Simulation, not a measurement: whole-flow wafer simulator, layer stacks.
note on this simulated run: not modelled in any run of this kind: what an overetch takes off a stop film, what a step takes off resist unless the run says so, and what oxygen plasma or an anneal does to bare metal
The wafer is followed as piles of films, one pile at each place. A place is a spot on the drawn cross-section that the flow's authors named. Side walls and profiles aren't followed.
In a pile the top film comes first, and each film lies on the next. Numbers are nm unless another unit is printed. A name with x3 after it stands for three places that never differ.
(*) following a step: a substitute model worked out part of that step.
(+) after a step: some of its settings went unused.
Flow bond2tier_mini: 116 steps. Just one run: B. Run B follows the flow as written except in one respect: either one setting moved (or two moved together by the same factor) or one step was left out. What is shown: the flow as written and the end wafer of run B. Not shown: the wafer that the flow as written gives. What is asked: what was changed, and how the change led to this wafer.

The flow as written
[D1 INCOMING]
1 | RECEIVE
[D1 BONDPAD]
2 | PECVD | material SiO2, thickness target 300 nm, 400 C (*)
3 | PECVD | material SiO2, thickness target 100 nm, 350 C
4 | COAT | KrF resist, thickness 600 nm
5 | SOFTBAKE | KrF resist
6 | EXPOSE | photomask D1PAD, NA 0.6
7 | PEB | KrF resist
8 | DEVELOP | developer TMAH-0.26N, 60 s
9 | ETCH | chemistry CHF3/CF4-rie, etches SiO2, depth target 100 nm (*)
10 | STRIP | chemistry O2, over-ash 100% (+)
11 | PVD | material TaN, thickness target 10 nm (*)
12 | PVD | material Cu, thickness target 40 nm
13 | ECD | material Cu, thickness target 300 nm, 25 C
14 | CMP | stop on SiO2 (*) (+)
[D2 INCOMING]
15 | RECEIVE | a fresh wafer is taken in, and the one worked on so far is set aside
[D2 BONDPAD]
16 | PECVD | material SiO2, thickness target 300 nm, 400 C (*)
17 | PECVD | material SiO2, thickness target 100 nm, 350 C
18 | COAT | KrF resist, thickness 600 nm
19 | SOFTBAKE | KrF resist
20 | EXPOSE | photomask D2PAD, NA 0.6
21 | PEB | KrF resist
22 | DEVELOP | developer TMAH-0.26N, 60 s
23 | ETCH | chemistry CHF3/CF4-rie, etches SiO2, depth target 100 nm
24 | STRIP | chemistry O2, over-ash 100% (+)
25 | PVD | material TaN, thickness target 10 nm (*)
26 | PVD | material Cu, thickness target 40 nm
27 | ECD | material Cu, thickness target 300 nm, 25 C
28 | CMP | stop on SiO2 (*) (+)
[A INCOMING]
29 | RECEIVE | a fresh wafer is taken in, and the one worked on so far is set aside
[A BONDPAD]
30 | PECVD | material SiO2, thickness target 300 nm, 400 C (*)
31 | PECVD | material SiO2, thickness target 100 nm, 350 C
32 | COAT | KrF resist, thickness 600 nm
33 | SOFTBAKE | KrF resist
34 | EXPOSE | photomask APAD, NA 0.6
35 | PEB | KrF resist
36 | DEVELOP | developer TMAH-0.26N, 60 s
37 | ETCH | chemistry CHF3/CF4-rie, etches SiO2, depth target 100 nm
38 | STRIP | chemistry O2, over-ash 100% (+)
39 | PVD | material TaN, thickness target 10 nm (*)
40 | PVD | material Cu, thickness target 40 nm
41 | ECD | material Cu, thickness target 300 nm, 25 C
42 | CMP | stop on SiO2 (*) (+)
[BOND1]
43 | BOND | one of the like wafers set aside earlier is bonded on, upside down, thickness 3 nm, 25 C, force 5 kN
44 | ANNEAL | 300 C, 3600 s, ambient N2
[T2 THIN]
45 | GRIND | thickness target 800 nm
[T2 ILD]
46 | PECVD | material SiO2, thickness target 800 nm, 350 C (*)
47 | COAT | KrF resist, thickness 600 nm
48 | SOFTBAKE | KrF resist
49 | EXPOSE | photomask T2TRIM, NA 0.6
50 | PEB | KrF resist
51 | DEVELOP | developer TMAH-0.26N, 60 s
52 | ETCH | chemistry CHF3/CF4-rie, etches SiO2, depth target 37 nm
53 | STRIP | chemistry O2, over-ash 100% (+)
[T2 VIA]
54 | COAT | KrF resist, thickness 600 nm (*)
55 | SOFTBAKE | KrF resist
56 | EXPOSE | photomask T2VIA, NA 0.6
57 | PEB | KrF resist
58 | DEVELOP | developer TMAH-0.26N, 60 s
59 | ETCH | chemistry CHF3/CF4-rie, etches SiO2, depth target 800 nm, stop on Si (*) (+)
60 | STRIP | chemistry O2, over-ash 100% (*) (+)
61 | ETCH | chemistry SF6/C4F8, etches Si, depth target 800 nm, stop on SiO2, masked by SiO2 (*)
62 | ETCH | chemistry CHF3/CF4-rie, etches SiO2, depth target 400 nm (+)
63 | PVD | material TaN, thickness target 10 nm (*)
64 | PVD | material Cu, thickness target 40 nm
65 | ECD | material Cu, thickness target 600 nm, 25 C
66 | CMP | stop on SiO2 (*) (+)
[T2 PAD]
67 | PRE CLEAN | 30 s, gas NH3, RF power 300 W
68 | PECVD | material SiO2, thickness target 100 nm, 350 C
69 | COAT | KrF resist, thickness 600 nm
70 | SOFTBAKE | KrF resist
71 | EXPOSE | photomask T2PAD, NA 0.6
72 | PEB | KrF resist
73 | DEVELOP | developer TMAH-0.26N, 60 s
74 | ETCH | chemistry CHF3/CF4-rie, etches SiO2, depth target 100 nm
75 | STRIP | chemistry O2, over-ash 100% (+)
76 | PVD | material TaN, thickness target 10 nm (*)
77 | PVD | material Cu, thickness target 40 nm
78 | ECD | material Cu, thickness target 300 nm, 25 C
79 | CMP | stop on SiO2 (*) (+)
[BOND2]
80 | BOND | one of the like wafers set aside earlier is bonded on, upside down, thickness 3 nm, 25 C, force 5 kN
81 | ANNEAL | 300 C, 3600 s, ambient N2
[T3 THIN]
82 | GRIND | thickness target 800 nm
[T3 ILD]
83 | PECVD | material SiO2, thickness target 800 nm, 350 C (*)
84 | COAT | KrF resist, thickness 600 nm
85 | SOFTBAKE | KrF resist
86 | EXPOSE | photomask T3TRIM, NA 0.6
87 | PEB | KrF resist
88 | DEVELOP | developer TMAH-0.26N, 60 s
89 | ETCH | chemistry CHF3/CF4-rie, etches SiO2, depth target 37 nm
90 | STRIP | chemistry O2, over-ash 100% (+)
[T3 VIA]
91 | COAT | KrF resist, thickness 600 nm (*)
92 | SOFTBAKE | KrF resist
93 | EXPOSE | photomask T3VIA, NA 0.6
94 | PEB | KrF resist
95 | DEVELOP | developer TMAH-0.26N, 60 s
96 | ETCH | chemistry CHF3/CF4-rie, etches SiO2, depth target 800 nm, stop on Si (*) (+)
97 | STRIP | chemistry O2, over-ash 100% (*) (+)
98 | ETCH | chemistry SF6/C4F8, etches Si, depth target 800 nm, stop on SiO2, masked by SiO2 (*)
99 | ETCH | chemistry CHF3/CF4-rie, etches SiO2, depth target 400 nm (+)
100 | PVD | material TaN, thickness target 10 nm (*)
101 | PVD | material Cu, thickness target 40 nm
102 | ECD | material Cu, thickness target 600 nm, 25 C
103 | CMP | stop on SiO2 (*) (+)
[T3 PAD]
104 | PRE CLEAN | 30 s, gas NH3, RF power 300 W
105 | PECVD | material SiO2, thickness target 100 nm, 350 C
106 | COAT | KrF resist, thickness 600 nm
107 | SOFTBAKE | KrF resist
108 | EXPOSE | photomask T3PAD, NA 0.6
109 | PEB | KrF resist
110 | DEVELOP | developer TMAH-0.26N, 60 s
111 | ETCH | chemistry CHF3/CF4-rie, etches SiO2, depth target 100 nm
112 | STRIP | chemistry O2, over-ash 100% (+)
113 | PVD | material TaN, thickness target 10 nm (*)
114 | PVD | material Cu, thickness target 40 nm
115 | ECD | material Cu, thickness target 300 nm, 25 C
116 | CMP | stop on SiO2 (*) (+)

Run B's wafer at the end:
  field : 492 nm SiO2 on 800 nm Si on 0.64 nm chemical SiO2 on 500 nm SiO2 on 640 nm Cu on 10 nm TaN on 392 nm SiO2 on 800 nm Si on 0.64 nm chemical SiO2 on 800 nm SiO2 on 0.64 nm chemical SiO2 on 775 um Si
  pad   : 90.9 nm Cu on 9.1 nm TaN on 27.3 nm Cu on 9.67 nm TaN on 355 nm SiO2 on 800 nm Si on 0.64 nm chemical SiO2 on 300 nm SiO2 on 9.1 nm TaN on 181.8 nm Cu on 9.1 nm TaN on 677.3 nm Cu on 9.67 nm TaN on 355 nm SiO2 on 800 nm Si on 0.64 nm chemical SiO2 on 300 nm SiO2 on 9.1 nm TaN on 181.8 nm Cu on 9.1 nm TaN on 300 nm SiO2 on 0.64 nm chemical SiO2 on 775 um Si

What caused this: step 66, CMP: stop on SiO2 (*) (+), was skipped.

The path from the change to this, step by step:
  68 | PECVD | material SiO2, thickness target 100 nm, 350 C
      field: SiO2 gains 100 (new film) (in the flow as written it would be: SiO2 gains 100)
With metal films that touch counted as one body, field has 1 body; the flow as written gives 0 bodies.
